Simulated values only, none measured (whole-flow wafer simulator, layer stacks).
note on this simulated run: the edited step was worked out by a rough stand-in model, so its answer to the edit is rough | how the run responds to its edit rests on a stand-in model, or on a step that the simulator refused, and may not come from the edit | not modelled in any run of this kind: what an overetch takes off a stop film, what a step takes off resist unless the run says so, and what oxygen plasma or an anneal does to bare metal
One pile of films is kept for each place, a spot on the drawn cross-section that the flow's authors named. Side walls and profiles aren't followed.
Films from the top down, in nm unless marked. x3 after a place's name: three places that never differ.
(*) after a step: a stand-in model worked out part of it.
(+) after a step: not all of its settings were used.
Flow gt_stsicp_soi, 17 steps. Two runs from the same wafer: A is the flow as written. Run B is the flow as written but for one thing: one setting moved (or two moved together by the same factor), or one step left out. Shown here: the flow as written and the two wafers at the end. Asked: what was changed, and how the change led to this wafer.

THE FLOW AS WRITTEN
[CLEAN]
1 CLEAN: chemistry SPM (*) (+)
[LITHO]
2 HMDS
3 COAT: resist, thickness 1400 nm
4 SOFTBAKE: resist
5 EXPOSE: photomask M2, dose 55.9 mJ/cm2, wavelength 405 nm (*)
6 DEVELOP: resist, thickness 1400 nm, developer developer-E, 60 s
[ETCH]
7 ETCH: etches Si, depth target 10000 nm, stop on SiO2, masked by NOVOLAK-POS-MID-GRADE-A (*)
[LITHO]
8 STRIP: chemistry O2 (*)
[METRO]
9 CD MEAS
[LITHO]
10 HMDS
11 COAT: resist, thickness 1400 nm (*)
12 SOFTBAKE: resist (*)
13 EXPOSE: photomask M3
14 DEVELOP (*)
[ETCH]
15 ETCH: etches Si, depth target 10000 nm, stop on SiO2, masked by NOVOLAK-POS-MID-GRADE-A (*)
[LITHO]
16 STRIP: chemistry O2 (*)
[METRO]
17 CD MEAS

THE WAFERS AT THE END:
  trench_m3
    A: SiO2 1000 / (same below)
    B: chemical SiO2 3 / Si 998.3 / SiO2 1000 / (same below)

The cause: step 15, ETCH: depth target 9000 nm was run, where the flow has depth target 10000 nm.

How the change led to this, step by step:
  15 ETCH: etches Si, depth target 10000 nm, stop on SiO2, masked by NOVOLAK-POS-MID-GRADE-A (*)
      trench_m3: A chemical SiO2 -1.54 (all of it), Si -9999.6 (all of it) | B chemical SiO2 -1.54 (all of it), Si -9000
      field, trench_m2: A resist -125 | B resist -112.5
  16 STRIP: chemistry O2 (*)
      trench_m3: A nothing | B chemical SiO2 +3 (new film), Si -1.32
